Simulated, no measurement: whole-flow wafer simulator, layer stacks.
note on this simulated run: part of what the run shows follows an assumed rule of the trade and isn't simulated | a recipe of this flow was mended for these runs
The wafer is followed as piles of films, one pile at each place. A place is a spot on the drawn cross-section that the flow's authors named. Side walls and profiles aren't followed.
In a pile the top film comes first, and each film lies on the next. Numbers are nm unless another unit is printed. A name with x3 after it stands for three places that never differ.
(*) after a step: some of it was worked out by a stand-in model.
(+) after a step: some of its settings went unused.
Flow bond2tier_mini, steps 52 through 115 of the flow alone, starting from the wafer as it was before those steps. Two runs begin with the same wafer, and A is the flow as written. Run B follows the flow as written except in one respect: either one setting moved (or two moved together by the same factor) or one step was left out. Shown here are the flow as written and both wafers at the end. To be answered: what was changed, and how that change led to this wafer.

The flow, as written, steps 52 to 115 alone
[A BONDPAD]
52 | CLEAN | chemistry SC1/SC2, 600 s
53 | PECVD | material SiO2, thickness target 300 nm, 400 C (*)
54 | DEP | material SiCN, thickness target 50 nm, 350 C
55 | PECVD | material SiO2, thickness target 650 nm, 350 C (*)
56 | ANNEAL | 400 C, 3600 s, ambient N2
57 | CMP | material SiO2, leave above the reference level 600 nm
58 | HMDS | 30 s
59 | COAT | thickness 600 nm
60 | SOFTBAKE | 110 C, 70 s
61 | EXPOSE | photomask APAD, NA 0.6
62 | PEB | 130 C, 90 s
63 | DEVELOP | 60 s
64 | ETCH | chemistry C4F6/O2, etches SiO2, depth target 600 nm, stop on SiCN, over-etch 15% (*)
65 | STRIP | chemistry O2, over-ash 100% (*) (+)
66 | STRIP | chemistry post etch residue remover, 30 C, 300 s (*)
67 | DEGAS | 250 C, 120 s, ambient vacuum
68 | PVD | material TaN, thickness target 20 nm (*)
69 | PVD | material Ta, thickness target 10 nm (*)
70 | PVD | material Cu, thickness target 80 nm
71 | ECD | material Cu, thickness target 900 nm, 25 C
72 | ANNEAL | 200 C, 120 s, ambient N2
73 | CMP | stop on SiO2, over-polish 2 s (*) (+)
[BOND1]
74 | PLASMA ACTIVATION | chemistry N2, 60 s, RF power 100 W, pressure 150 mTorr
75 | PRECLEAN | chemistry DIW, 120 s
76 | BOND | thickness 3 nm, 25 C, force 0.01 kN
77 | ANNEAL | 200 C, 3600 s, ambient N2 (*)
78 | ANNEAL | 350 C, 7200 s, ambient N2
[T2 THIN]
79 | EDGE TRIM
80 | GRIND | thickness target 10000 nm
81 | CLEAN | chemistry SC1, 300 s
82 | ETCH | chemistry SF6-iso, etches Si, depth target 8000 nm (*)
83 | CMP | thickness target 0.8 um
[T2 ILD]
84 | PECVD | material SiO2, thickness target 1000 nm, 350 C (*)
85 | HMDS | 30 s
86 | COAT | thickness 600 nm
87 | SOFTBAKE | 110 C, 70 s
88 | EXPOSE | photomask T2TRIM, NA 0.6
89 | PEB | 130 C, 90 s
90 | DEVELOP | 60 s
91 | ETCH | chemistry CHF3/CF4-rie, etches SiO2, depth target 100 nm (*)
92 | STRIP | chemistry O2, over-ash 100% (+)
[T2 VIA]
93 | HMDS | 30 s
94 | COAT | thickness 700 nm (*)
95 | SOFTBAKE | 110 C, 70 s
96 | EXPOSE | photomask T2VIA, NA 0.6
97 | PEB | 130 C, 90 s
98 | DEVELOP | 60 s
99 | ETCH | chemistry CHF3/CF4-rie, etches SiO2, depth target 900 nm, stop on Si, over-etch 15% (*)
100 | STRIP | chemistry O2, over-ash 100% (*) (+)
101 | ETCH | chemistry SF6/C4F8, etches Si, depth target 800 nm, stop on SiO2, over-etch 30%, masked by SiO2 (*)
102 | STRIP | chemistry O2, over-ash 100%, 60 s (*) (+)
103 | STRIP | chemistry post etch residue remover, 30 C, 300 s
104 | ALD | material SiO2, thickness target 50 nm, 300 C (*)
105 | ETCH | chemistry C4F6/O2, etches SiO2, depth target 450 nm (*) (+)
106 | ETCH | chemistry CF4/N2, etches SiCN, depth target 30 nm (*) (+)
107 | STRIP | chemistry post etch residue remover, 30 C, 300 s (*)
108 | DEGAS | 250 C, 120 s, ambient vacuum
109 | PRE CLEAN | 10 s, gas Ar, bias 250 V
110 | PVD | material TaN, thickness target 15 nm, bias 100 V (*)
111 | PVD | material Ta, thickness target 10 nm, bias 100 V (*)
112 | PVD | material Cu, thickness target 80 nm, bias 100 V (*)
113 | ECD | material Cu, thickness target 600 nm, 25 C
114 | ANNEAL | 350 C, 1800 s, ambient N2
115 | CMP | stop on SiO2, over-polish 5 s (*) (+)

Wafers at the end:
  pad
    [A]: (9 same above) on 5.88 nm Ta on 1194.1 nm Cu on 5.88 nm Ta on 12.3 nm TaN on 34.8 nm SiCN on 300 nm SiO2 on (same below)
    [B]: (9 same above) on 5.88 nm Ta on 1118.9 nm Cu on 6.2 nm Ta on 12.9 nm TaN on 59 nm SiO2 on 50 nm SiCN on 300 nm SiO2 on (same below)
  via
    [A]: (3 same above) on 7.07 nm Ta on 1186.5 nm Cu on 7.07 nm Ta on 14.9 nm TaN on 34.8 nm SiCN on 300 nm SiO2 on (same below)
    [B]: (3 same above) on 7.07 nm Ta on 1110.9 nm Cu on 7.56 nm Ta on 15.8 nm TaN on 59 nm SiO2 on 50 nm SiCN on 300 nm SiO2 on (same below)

Cause: step 64, ETCH: depth target 470.4 nm was run, while the flow as written has depth target 600 nm.

How this came from the change, step by step:
  64 | ETCH | chemistry C4F6/O2, etches SiO2, depth target 600 nm, stop on SiCN, over-etch 15% (*)
      pad, via: A SiO2 loses 600 (all of it), SiCN loses 15.2 | B SiO2 loses 541
      field: A thick-KrF-resist loses 115 | B thick-KrF-resist loses 90.2
  65 | STRIP | chemistry O2, over-ash 100% (*) (+)
      field: A thick-KrF-resist loses 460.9 (all of it) | B thick-KrF-resist loses 485.8 (all of it)
  68 | PVD | material TaN, thickness target 20 nm (*)
      pad: A TaN gains 12.3 (new film) | B TaN gains 12.9 (new film)
      via: A TaN gains 14.9 (new film) | B TaN gains 15.8 (new film)
  70 | PVD | material Cu, thickness target 80 nm
      pad: A Cu gains 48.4 (new film) | B Cu gains 50.8 (new film)
      via: A Cu gains 59 (new film) | B Cu gains 62.6 (new film)
  71 | ECD | material Cu, thickness target 900 nm, 25 C
      pad: A Cu gains 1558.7 | B Cu gains 1481.1
      via: A Cu gains 1544.3 | B Cu gains 1465
